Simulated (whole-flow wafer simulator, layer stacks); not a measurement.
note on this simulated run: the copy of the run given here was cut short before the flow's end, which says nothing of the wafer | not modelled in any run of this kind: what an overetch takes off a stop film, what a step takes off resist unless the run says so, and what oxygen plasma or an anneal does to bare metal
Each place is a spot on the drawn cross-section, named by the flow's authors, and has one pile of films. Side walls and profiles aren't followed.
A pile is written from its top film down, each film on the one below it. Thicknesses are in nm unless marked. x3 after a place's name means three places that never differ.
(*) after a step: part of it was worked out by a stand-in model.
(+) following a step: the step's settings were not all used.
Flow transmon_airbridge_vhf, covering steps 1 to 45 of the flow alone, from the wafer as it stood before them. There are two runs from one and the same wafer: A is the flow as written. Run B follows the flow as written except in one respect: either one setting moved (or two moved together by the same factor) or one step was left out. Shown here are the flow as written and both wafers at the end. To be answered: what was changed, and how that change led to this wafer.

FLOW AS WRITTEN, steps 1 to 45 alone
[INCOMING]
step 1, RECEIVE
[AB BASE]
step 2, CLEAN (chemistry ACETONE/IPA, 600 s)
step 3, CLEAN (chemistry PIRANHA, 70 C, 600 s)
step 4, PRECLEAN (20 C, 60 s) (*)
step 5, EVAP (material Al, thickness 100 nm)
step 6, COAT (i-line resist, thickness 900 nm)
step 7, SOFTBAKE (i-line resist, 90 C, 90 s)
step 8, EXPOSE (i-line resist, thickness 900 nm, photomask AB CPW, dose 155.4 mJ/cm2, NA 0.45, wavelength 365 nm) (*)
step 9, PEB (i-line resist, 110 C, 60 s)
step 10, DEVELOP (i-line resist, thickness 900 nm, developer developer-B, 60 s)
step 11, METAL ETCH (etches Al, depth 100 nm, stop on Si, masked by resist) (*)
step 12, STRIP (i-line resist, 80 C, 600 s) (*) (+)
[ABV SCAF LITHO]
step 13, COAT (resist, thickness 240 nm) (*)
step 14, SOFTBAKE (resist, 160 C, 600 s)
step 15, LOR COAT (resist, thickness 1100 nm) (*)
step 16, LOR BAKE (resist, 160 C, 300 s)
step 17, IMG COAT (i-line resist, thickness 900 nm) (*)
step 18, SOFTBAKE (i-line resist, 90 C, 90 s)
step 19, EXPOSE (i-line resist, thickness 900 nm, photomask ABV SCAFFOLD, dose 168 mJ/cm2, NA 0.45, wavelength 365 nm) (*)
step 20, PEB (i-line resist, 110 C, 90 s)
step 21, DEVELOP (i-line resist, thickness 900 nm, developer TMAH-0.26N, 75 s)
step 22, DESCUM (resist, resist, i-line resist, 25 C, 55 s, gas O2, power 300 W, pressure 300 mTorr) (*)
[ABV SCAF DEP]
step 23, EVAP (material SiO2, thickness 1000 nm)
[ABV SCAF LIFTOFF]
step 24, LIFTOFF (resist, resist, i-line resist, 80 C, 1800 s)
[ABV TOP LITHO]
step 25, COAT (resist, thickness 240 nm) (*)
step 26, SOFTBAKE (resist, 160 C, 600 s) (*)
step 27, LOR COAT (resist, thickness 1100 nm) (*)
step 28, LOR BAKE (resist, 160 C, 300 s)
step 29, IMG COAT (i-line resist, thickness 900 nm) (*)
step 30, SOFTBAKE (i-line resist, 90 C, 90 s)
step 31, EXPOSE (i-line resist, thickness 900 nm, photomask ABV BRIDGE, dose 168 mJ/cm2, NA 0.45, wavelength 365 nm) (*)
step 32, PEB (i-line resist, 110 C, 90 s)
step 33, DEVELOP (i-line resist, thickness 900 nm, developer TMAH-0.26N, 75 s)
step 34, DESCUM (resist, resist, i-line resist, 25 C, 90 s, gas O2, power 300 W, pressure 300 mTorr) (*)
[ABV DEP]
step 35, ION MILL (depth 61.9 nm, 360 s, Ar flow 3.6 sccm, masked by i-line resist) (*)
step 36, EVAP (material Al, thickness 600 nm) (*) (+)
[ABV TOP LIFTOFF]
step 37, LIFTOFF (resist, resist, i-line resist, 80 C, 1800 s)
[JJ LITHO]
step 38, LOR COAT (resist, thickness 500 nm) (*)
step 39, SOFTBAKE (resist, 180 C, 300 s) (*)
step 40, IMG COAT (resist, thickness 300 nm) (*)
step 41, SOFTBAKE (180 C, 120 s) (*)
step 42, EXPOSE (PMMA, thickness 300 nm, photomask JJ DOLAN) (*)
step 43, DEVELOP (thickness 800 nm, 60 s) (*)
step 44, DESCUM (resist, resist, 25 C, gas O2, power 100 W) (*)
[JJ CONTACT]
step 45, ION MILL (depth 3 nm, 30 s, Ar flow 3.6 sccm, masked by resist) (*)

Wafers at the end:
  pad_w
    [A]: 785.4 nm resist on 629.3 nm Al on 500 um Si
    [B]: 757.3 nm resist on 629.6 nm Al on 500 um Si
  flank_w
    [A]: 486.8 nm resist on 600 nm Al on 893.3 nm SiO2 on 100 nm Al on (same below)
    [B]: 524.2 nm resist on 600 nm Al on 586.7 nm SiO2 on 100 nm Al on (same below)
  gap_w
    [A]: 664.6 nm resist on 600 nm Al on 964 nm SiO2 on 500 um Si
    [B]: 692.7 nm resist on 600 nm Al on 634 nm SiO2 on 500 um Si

Cause: step 23, EVAP: thickness 670 nm was run, though the flow has thickness 1000 nm.

Step by step, how the change led to this:
  step 23, EVAP (material SiO2, thickness 1000 nm)
      field x3, jj_line, ground_far and 10 more: A SiO2 gains 1000 (new film) | B SiO2 gains 670 (new film)
      flank_w, flank_e: A SiO2 gains 929.3 (new film) | B SiO2 gains 622.6 (new film)
  step 24, LIFTOFF (resist, resist, i-line resist, 80 C, 1800 s)
      field x3, jj_line, trace_open_s x2: A SiO2 loses 1000 (all of it), i-line resist loses 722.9 (all of it), resist loses 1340 (all of it) | B SiO2 loses 670 (all of it), i-line resist loses 722.9 (all of it), resist loses 1340 (all of it)
      pad_w, pad_e: A SiO2 loses 1000 (all of it), i-line resist loses 718 (all of it), resist loses 1330.2 (all of it) | B SiO2 loses 670 (all of it), i-line resist loses 718 (all of it), resist loses 1330.2 (all of it)
      (also at 1 further place)
  step 25, COAT (resist, thickness 240 nm) (*)
      flank_w, flank_e: A resist gains 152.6 (new film) | B resist gains 164 (new film)
      gap_w, gap_e: A resist gains 210.7 (new film) | B resist gains 224.8 (new film)
      (also at 6 further places)
  step 27, LOR COAT (resist, thickness 1100 nm) (*)
      gap_w, gap_e: A resist gains 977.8 | B resist gains 1023.9
      margin_s, margin_n: A resist gains 823.4 | B resist gains 905.1
      (also at 6 further places)
  step 29, IMG COAT (i-line resist, thickness 900 nm) (*)
      gap_w, gap_e: A i-line resist gains 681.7 (new film) | B i-line resist gains 762.1 (new film)
      margin_s, margin_n: A i-line resist gains 603.2 (new film) | B i-line resist gains 707.2 (new film)
      (also at 7 further places)
  step 32, PEB (i-line resist, 110 C, 90 s)
      pad_w, pad_e: A i-line resist loses 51 | B i-line resist loses 49.4
      flank_w, flank_e: A i-line resist loses 38.3 | B i-line resist loses 41.6
      (also at 7 further places)
  step 33, DEVELOP (i-line resist, thickness 900 nm, developer TMAH-0.26N, 75 s)
      gap_w, gap_e: A i-line resist loses 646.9 (all of it), resist loses 977.8 | B i-line resist loses 723.1 (all of it), resist loses 1023.9
      pad_w: A i-line resist loses 937.2 (all of it), resist loses 1247.8 | B i-line resist loses 908.8 (all of it), resist loses 1196.1
      (also at 5 further places)
  step 34, DESCUM (resist, resist, i-line resist, 25 C, 90 s, gas O2, power 300 W, pressure 300 mTorr) (*)
      flank_w, flank_e: A resist loses 152.6 (all of it) | B resist loses 164 (all of it)
      gap_w, gap_e: A resist loses 210.7 (all of it) | B resist loses 224.8 (all of it)
      (also at 4 further places)
  step 37, LIFTOFF (resist, resist, i-line resist, 80 C, 1800 s)
      margin_s, margin_n: A Al loses 600 (all of it), i-line resist loses 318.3 (all of it), resist loses 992 (all of it) | B Al loses 600 (all of it), i-line resist loses 416.9 (all of it), resist loses 1092.8 (all of it)
      ground_far: A Al loses 600 (all of it), i-line resist loses 717.9 (all of it), resist loses 1384.9 (all of it) | B Al loses 600 (all of it), i-line resist loses 676.6 (all of it), resist loses 1373.2 (all of it)
  step 38, LOR COAT (resist, thickness 500 nm) (*)
      pad_w, pad_e: A resist gains 517 (new film) | B resist gains 497.8 (new film)
      flank_w, flank_e: A resist gains 306.5 (new film) | B resist gains 333.3 (new film)
      (also at 6 further places)
  step 40, IMG COAT (resist, thickness 300 nm) (*)
      pad_w, pad_e: A resist gains 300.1 | B resist gains 291.3
      flank_w, flank_e: A resist gains 212.1 | B resist gains 222.7
      (also at 6 further places)
